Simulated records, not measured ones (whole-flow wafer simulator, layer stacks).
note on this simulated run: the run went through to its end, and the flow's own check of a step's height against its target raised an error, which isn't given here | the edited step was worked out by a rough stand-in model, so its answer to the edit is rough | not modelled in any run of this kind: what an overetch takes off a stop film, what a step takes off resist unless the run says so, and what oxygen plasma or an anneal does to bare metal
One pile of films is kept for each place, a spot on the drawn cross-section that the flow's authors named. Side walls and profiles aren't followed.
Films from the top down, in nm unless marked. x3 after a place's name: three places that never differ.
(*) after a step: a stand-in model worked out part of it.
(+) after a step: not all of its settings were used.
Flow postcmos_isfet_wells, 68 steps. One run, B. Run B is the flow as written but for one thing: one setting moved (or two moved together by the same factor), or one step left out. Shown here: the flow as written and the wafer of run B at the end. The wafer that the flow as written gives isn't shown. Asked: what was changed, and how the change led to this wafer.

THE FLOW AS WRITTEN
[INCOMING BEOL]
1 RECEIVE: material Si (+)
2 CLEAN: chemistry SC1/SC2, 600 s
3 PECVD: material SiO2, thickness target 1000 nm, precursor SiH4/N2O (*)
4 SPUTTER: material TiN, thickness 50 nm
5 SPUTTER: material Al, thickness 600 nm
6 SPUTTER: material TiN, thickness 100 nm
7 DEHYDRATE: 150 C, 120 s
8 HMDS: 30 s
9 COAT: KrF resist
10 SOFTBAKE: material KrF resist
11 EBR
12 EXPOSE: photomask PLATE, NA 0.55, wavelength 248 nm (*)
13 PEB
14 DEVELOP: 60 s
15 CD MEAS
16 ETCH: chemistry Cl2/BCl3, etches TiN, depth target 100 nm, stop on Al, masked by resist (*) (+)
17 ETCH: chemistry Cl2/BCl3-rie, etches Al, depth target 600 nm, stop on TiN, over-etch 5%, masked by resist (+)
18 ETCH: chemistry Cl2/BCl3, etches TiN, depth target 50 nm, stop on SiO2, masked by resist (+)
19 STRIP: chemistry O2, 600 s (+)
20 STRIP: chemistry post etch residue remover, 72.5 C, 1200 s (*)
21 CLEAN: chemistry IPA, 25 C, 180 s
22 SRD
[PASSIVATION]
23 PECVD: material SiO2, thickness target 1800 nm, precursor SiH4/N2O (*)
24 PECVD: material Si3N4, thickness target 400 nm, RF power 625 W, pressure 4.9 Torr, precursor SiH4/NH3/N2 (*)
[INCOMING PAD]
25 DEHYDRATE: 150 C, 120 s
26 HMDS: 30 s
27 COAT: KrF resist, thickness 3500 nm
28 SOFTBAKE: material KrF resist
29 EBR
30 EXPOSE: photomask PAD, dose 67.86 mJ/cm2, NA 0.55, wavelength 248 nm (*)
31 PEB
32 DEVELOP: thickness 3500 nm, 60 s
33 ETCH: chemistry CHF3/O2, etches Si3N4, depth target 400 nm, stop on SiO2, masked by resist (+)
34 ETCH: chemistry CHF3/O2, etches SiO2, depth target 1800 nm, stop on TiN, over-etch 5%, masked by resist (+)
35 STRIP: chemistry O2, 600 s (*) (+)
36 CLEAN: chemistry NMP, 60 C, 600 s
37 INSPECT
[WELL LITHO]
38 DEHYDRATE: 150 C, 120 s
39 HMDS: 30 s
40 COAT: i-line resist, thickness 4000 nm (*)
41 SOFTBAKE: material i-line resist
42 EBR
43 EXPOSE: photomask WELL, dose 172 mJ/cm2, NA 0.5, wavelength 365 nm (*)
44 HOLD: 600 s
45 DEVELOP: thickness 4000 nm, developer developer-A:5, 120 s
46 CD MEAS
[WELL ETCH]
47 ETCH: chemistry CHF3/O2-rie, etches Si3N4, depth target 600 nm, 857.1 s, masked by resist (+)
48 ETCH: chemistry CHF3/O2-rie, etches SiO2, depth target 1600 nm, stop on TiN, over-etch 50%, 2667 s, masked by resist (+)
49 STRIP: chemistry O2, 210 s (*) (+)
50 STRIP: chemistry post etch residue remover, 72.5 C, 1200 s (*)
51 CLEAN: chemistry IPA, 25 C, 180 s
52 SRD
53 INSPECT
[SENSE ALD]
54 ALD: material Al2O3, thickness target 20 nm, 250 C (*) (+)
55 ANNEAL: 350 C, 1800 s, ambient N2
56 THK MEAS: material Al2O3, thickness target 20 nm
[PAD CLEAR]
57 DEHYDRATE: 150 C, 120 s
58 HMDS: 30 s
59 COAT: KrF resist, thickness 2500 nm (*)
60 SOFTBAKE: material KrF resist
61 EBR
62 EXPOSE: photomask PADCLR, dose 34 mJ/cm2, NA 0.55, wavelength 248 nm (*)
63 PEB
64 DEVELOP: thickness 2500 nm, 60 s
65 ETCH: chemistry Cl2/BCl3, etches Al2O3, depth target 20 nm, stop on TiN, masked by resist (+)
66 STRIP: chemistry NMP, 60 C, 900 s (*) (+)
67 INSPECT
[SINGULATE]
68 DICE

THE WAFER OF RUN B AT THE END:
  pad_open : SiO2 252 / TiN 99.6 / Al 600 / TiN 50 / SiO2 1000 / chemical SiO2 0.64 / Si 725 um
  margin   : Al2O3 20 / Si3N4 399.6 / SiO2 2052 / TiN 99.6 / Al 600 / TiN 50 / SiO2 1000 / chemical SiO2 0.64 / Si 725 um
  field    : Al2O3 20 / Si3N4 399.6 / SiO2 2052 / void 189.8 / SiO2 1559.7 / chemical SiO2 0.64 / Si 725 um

The cause: step 23, PECVD: thickness target 2052 nm was run, where the flow has thickness target 1800 nm.
It can be read off the wafer: margin has SiO2 2052, and step 23 as written asks for 1800 nm.

How the change led to this, step by step:
  23 PECVD: material SiO2, thickness target 1800 nm, precursor SiH4/N2O (*)
      margin, well900, well1300 x3, pad_rim, pad_clr, pad_open: SiO2 +2052 (new film) (as written it would be: SiO2 +1800 (new film))
      field: SiO2 +2052 (new film), void +189.8 (new film), SiO2 +559.7 (as written it would be: SiO2 +1800 (new film), void +189.9 (new film), SiO2 +559.7)
  34 ETCH: chemistry CHF3/O2, etches SiO2, depth target 1800 nm, stop on TiN, over-etch 5%, masked by resist (+)
      pad_open: SiO2 -1800 (as written it would be: SiO2 -1800 (all of it))
  48 ETCH: chemistry CHF3/O2-rie, etches SiO2, depth target 1600 nm, stop on TiN, over-etch 50%, 2667 s, masked by resist (+)
      well900, well1300 x3: SiO2 -1852 (all of it) (as written it would be: SiO2 -1600 (all of it))
  59 COAT: KrF resist, thickness 2500 nm (*)
      field: KrF resist +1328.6 (new film) (as written it would be: KrF resist +1449 (new film))
      margin: KrF resist +1328.5 (new film) (as written it would be: KrF resist +1448.9 (new film))
  63 PEB
      field, margin: KrF resist -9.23 (as written it would be: KrF resist -10.1)
  66 STRIP: chemistry NMP, 60 C, 900 s (*) (+)
      field: KrF resist -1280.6 (all of it) (as written it would be: KrF resist -1400.1 (all of it))
      margin: KrF resist -1280.5 (all of it) (as written it would be: KrF resist -1400.1 (all of it))
